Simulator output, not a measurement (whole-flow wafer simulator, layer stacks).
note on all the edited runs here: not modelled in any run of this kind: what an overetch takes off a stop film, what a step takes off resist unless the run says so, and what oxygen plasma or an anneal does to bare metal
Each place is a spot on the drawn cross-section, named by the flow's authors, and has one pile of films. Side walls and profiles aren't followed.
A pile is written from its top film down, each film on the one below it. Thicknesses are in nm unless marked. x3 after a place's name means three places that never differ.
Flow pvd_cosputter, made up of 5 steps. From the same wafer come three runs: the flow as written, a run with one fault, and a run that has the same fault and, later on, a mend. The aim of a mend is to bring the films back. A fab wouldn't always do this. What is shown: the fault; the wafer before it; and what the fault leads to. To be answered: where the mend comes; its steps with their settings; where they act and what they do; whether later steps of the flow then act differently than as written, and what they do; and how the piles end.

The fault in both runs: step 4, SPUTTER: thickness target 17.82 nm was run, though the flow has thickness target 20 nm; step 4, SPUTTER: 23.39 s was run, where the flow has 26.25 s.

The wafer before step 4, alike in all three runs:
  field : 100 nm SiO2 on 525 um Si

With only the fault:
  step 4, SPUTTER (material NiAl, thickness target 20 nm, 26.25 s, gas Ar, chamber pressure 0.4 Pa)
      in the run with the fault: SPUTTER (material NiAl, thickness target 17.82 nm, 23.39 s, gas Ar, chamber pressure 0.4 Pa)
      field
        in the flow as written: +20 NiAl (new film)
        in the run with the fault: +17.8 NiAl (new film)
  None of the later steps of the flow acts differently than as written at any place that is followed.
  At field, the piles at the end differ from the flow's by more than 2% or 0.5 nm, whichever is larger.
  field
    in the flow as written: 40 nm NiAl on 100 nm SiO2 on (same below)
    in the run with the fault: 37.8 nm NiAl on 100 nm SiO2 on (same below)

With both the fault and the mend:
  The mend stands after step 4.
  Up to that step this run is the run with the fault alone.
  step 4a, SPUTTER (material NiAl, thickness target 2.18 nm, 2.861 s, gas Ar, chamber pressure 0.4 Pa) (the flow's step 4 again, with other settings)
      field
        +2.18 NiAl
  None of the later steps of the flow acts differently than as written at any place that is followed.
  The piles end the same as the flow's at every place that both follow.
